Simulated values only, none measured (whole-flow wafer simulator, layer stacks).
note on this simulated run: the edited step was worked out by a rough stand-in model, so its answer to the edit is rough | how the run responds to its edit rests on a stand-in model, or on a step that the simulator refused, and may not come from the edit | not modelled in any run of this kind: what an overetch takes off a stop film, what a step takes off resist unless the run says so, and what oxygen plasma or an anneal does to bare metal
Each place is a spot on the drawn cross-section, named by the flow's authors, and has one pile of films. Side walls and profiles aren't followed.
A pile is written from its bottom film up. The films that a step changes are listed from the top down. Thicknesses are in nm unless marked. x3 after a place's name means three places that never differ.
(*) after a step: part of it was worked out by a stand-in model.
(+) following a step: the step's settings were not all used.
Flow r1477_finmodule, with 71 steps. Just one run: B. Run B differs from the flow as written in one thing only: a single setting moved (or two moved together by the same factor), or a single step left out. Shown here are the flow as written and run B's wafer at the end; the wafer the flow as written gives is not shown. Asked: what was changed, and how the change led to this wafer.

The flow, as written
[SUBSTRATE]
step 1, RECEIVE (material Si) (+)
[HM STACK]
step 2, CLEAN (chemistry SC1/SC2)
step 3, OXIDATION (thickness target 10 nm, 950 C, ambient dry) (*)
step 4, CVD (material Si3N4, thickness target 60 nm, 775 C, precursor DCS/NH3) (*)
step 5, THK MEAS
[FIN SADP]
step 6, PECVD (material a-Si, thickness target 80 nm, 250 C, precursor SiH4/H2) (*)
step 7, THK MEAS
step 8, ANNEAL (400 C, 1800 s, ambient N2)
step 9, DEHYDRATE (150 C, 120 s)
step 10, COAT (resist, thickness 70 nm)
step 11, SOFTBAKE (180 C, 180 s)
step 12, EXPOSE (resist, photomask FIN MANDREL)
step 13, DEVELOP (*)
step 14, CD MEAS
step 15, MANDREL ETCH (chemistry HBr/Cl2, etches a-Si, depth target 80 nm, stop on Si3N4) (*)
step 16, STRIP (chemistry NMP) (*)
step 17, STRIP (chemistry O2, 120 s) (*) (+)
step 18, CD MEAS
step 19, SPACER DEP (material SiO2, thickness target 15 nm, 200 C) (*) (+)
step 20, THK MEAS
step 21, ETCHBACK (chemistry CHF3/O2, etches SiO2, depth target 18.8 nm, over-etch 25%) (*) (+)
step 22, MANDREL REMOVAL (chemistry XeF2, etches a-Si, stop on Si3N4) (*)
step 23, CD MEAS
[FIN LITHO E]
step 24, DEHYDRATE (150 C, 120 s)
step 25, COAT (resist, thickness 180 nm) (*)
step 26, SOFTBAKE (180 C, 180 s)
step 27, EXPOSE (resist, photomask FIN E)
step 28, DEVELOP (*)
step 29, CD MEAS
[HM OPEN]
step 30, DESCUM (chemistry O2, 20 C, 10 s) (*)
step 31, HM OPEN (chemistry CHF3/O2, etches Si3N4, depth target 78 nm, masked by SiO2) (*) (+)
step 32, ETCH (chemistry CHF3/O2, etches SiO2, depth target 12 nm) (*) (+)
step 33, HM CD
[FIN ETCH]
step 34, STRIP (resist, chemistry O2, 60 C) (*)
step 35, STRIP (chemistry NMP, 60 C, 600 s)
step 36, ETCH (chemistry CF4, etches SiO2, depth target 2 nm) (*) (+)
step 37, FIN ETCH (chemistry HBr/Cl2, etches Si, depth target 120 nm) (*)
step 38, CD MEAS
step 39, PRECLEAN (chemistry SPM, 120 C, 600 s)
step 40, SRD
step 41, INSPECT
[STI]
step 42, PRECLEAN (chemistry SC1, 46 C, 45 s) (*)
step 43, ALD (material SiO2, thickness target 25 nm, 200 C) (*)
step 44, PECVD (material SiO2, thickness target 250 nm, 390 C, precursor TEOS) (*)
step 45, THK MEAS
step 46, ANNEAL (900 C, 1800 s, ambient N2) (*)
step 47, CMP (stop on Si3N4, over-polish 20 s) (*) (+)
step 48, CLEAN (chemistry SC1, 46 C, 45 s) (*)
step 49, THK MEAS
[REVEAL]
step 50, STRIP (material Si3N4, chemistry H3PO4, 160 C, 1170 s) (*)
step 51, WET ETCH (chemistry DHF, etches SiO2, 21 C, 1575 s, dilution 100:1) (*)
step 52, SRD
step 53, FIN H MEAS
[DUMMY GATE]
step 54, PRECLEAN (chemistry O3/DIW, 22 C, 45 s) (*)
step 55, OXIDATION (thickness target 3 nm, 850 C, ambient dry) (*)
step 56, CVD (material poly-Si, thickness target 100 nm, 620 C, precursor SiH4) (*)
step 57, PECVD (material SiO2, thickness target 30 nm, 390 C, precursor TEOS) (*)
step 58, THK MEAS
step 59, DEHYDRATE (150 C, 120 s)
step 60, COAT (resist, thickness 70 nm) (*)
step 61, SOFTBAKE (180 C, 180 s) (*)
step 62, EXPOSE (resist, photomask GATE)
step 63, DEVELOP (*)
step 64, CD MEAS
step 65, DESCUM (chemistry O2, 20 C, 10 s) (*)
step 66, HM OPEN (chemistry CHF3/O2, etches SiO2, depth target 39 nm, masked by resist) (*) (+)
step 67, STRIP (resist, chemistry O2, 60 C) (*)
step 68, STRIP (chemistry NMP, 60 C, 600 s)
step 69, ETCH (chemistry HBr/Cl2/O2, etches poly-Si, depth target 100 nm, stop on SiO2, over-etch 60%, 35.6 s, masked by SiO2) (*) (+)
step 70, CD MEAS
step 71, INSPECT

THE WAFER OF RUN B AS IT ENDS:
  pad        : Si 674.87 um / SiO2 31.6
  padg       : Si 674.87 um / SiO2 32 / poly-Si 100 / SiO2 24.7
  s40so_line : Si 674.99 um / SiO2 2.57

Cause: step 44, PECVD: thickness target 100 nm was run, whereas the flow has thickness target 250 nm.

Step by step, how the change led to this:
  step 44, PECVD (material SiO2, thickness target 250 nm, 390 C, precursor TEOS) (*)
      pad, padg, elg and 33 more: +100 SiO2 (in the flow as written it would be: +250 SiO2)
  step 46, ANNEAL (900 C, 1800 s, ambient N2) (*)
      pad, padg, elg and 33 more: -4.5 SiO2 (in the flow as written it would be: -11.2 SiO2)
  step 47, CMP (stop on Si3N4, over-polish 20 s) (*) (+)
      pad, padg, e40sg and 11 more: nothing (in the flow as written it would be: -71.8 SiO2)
      eso: nothing (in the flow as written it would be: -72.4 SiO2)
      (and at 21 other places as well)
  step 60, COAT (resist, thickness 70 nm) (*)
      e40lg, e100lg, e200lg, elo, e40lo, e100lo, e200lo: +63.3 resist (new film) (in the flow as written it would be: +66.9 resist (new film))
      e40sg, e40so: +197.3 resist (new film) (in the flow as written it would be: +129.5 resist (new film))
      (and at 23 other places as well)
  step 63, DEVELOP (*)
      elo, e40lo, e100lo, e200lo: -63.3 resist (all of it) (in the flow as written it would be: -66.9 resist (all of it))
      eso: -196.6 resist (all of it) (in the flow as written it would be: -129.5 resist (all of it))
      (and at 12 other places as well)
  step 67, STRIP (resist, chemistry O2, 60 C) (*)
      e40lg: -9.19 resist (all of it) (in the flow as written it would be: -12.8 resist (all of it))
      e40sg: -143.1 resist (all of it) (in the flow as written it would be: -75.4 resist (all of it))
      (and at 13 other places as well)
